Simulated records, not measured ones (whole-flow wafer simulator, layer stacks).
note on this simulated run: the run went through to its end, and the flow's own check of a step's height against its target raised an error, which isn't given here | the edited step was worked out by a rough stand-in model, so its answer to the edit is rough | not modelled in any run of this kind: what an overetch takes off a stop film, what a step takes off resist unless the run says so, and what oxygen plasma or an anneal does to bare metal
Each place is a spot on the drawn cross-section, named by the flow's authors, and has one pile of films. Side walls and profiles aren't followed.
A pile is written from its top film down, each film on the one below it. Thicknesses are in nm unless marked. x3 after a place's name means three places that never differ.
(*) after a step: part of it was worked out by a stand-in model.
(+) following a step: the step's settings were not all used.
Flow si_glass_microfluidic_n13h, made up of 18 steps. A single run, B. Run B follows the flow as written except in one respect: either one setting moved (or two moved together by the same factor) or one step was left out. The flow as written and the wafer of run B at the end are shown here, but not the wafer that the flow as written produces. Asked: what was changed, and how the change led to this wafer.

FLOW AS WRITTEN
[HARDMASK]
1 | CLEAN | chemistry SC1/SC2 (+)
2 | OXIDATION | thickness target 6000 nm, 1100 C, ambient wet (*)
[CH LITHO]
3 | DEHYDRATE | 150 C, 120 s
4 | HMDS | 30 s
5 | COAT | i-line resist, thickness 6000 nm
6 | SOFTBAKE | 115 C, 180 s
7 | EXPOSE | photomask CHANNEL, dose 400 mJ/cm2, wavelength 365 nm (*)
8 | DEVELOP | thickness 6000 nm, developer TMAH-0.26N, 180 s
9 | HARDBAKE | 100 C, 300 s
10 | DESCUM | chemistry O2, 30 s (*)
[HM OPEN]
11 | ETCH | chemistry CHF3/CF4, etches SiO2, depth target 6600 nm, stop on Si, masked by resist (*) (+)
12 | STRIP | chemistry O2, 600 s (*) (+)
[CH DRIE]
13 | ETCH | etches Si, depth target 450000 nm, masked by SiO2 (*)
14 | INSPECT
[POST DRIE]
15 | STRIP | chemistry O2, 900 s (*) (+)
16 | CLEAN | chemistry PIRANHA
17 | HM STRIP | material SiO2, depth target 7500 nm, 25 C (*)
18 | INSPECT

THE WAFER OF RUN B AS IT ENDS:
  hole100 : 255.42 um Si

Cause: step 13, ETCH: depth target 281200 nm was run, while the flow as written has depth target 450000 nm.

How this came from the change, step by step:
  13 | ETCH | etches Si, depth target 450000 nm, masked by SiO2 (*)
      land: SiO2 loses 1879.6 (it would be, as written: SiO2 loses 3004.3)
      hole100: chemical SiO2 loses 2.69 (all of it), Si loses 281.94 um (it would be, as written: chemical SiO2 loses 2.69 (all of it), Si loses 450.64 um)
  17 | HM STRIP | material SiO2, depth target 7500 nm, 25 C (*)
      land: SiO2 loses 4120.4 (all of it) (it would be, as written: SiO2 loses 2995.7 (all of it))
